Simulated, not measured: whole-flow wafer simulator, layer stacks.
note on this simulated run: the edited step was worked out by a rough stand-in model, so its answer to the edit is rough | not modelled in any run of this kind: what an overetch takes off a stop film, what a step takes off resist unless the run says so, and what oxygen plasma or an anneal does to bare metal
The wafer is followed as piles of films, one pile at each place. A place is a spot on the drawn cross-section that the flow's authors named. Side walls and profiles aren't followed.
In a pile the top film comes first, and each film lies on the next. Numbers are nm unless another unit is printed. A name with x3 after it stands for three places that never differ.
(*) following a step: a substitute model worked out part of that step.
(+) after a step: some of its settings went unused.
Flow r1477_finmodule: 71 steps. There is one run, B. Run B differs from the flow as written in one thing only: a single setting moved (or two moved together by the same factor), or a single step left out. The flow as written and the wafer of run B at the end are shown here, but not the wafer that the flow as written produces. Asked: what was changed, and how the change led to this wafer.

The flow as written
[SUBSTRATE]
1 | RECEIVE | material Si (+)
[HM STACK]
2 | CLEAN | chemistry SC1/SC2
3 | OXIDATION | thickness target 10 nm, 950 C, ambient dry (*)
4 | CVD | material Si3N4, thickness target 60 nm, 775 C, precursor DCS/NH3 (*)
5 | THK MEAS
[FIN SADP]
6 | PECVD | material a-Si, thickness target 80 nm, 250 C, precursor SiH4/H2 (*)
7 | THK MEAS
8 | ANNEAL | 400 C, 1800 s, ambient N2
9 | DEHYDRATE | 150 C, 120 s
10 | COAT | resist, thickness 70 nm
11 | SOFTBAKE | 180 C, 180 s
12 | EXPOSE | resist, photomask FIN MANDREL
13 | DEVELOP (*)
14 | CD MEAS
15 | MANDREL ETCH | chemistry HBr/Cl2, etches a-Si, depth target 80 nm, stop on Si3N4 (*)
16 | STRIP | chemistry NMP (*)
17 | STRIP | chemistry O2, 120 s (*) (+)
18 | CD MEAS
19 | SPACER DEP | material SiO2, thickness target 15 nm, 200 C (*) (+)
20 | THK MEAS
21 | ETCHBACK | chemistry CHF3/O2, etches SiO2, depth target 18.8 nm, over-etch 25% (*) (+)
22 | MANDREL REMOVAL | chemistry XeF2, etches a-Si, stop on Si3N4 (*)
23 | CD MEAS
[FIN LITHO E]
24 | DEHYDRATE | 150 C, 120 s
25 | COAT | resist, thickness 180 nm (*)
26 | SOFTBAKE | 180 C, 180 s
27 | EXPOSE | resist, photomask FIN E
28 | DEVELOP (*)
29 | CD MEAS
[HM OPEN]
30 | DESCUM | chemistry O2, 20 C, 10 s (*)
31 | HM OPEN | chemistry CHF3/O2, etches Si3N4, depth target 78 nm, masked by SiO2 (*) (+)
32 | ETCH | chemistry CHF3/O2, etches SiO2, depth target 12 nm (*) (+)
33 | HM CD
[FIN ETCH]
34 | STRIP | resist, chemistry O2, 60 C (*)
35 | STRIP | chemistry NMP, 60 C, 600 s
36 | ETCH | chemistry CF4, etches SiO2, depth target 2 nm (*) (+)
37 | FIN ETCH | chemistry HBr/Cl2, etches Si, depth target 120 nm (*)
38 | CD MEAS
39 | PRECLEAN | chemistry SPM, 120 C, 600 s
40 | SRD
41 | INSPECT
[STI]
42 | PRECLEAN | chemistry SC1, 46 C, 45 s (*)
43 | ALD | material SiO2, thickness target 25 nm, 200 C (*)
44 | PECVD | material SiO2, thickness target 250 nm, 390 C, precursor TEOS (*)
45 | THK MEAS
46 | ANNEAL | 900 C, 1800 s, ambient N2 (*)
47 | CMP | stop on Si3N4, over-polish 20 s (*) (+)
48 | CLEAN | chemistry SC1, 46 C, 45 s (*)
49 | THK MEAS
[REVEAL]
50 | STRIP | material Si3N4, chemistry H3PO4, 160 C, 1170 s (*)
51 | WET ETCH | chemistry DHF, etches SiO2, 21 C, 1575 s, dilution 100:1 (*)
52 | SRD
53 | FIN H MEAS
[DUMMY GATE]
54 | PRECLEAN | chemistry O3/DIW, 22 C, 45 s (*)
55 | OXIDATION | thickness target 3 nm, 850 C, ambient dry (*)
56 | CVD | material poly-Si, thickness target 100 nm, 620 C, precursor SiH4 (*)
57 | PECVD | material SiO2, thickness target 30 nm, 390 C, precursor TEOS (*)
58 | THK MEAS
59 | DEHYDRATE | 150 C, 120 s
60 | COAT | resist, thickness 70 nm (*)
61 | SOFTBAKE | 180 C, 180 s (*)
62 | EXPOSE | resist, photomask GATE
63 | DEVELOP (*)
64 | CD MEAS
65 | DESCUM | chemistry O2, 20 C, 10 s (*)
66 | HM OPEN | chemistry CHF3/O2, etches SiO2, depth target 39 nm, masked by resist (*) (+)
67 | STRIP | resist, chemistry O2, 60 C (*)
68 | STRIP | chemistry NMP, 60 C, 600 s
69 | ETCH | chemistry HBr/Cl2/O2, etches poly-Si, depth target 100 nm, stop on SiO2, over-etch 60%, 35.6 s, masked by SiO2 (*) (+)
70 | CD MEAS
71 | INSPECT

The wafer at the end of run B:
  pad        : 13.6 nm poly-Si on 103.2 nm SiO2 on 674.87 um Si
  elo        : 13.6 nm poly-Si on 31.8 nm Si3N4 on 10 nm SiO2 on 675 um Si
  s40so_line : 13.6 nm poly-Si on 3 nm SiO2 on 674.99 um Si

Cause: step 69, ETCH: depth target 52.5 nm was run, while the flow as written has depth target 100 nm; step 69, ETCH: 18.7 s was run, where the flow has 35.6 s.

Step by step, how the change led to this:
  69 | ETCH | chemistry HBr/Cl2/O2, etches poly-Si, depth target 100 nm, stop on SiO2, over-etch 60%, 35.6 s, masked by SiO2 (*) (+)
      pad, eso, e40so and 8 more: -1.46 chemical SiO2 (all of it), -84 poly-Si (in the flow as written it would be: -1.46 chemical SiO2 (all of it), -97.6 poly-Si (all of it), -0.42 SiO2)
      elo, e40lo, e100lo, e200lo: -1.46 chemical SiO2 (all of it), -84 poly-Si (in the flow as written it would be: -1.46 chemical SiO2 (all of it), -97.6 poly-Si (all of it), -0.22 Si3N4)
      (also at 21 further places)
